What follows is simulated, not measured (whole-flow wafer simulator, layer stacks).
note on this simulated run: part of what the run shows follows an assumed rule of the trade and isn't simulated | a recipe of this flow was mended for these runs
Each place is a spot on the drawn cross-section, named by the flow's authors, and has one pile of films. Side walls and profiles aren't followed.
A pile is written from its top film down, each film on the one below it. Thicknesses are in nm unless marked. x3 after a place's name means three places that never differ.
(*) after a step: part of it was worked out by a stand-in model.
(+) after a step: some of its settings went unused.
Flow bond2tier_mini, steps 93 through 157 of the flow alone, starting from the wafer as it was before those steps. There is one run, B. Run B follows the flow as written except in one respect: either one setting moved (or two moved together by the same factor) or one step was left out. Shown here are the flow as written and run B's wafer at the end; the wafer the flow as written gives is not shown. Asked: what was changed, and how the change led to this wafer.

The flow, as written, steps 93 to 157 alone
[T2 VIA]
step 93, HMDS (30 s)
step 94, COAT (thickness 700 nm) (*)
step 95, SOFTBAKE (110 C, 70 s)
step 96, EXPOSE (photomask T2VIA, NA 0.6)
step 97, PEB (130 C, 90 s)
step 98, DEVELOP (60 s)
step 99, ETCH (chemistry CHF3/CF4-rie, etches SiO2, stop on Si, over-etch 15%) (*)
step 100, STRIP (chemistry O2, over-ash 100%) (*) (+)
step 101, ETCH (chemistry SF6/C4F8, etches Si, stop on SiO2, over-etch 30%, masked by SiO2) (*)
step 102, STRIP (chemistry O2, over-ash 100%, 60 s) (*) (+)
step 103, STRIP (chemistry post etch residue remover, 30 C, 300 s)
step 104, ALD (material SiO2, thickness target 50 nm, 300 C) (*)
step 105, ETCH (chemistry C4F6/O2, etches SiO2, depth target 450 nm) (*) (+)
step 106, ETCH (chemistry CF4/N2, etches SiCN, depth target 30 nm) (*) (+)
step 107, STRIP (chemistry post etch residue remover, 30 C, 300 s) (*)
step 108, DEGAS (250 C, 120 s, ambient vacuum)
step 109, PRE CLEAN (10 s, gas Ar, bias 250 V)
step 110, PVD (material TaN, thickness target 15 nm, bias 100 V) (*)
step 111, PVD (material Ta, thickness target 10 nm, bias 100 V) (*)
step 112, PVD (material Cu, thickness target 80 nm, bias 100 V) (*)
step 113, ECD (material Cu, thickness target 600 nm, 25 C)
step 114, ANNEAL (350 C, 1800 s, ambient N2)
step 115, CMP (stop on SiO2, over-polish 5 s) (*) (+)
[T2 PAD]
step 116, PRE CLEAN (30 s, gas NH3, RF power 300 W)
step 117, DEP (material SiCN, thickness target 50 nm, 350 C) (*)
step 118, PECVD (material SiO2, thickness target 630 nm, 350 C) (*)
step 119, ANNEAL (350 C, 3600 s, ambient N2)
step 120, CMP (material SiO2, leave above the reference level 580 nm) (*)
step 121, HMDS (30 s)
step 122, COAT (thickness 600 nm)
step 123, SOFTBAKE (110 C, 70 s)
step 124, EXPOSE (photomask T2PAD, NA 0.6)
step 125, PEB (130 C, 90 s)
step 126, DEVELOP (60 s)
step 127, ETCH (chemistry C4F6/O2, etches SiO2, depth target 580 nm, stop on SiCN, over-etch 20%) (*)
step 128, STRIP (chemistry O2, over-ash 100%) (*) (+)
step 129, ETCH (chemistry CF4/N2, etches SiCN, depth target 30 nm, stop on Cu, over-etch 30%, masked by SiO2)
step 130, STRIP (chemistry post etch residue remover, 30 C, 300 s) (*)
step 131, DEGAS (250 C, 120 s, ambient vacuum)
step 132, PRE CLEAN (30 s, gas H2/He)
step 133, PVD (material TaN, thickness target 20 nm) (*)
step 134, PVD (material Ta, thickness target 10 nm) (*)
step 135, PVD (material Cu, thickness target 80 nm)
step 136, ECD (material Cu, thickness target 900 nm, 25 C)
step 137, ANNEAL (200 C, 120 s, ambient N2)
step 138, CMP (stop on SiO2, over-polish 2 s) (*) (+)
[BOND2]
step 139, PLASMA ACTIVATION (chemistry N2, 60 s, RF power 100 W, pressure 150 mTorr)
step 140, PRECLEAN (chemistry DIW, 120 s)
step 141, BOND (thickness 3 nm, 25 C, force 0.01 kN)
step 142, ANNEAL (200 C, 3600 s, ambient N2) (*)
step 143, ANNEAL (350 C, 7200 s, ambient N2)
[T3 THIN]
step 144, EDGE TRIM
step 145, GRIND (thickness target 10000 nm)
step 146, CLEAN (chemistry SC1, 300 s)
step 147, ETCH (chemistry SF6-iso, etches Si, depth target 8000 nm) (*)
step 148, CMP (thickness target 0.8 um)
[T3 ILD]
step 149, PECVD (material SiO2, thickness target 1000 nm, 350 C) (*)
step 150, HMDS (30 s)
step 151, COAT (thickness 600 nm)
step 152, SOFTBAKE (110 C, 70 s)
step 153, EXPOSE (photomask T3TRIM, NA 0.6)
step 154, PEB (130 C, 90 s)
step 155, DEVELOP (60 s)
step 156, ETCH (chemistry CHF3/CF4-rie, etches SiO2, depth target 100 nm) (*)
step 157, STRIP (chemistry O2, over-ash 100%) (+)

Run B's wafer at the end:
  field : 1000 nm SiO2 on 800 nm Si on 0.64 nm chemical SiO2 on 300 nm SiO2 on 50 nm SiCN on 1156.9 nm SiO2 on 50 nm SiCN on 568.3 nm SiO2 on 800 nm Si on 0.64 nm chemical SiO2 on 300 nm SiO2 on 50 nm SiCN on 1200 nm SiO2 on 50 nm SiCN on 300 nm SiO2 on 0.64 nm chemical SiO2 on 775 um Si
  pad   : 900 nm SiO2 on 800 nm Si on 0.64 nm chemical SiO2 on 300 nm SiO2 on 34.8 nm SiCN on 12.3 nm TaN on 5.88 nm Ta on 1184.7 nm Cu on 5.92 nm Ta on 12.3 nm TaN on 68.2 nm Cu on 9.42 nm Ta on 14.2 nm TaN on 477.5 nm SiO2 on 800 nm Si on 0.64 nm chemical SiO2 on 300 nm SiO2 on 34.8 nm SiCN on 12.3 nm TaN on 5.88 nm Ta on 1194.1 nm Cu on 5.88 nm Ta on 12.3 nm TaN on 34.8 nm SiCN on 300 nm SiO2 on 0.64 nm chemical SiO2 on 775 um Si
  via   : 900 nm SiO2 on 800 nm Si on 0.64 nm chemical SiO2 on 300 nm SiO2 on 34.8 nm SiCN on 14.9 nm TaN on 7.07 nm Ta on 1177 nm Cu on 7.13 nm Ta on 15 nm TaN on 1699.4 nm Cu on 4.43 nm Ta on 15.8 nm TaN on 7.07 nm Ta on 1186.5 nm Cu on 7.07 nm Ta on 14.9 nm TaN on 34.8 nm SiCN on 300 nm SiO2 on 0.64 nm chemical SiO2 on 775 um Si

What caused this: step 104, ALD: thickness target 60.8 nm was run, while the flow as written has thickness target 50 nm.

How this came from the change, step by step:
  step 104, ALD (material SiO2, thickness target 50 nm, 300 C) (*)
      field, pad, via: +60.8 SiO2 (as written it would have been: +50 SiO2)
  step 105, ETCH (chemistry C4F6/O2, etches SiO2, depth target 450 nm) (*) (+)
      via: -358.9 SiO2 (all of it), -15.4 SiCN (as written it would have been: -348.1 SiO2 (all of it), -17.2 SiCN)
  step 106, ETCH (chemistry CF4/N2, etches SiCN, depth target 30 nm) (*) (+)
      via: -19.5 SiCN (all of it), -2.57 TaN (as written it would have been: -17.6 SiCN (all of it), -3.01 TaN)
  step 112, PVD (material Cu, thickness target 80 nm, bias 100 V) (*)
      via: +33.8 Cu (new film) (as written it would have been: +35 Cu (new film))
